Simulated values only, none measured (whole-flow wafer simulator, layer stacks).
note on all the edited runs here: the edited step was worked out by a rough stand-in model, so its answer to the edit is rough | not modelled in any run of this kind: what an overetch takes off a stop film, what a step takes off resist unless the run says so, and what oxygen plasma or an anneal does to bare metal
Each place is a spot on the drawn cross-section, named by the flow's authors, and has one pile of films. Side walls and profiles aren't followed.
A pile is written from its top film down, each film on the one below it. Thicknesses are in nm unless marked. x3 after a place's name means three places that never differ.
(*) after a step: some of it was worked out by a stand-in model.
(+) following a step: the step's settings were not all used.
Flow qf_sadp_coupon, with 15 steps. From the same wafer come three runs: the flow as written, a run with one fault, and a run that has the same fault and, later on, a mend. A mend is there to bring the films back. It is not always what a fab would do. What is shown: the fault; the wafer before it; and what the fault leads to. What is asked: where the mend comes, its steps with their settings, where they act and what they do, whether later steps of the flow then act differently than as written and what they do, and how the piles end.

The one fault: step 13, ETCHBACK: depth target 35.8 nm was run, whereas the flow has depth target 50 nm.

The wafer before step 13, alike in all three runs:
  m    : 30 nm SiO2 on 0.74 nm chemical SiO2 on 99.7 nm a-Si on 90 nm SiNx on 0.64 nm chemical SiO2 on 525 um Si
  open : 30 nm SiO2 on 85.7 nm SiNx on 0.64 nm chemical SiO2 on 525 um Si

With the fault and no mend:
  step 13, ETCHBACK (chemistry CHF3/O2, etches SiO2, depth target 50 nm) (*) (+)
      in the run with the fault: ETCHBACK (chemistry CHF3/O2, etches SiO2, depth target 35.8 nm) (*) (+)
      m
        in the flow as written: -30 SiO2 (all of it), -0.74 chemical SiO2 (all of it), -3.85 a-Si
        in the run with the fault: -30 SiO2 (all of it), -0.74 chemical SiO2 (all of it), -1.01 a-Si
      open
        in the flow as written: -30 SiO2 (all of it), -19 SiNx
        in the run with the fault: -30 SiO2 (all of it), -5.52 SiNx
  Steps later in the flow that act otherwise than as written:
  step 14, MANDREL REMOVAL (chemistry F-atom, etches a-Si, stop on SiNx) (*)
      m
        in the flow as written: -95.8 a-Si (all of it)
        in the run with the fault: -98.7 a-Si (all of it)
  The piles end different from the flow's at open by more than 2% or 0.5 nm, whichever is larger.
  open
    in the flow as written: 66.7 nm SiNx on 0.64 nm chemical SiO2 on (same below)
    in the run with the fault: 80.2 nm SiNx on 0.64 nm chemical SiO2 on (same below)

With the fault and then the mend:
  After step 13 comes the mend.
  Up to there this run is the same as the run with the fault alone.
  step 13a, ETCHBACK (chemistry CHF3/O2, etches SiO2, depth target 14.2 nm) (*) (+) (the flow's step 13, run once more with other settings)
      m
        -2.84 a-Si
      open
        -13.5 SiNx
  Later steps of the flow that are run all act as written at every place that is followed.
  The piles end the same as the flow's at every place that both follow.
